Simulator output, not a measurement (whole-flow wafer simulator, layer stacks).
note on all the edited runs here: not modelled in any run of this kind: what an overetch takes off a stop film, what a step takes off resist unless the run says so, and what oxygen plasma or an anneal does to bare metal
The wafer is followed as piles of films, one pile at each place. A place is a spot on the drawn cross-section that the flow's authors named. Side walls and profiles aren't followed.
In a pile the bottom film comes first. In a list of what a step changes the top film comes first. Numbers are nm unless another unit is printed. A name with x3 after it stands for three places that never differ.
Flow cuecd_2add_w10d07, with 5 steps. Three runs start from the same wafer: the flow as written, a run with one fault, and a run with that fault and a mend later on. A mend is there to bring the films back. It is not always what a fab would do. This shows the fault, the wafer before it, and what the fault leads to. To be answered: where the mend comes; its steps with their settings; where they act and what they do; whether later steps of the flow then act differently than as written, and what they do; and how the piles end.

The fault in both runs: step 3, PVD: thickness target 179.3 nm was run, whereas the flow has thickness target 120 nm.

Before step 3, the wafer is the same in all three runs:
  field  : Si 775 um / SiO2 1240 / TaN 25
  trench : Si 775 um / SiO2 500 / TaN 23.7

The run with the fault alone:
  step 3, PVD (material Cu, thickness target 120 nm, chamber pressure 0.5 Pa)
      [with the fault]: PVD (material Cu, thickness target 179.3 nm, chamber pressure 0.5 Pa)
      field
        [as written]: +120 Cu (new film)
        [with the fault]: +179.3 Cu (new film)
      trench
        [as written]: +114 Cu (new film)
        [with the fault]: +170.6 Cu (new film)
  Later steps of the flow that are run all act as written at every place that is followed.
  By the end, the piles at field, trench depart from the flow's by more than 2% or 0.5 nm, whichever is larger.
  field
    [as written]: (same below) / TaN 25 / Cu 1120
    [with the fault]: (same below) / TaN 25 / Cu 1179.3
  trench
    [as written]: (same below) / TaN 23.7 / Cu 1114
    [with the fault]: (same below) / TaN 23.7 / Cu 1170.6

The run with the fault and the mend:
  The mend stands after step 3.
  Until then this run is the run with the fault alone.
  step 3a, ETCH (chemistry cu recess dil, depth target 206.3 nm)
      field
        -179.3 Cu (all of it)
      trench
        -170.6 Cu (all of it)
  step 3b, PVD (material Cu, thickness target 120 nm, chamber pressure 0.5 Pa) (the flow's step 3, run once more)
      field
        +120 Cu (new film)
      trench
        +114 Cu (new film)
  Later steps of the flow that are run all act as written at every place that is followed.
  The piles end the same as the flow's at every place that both follow.
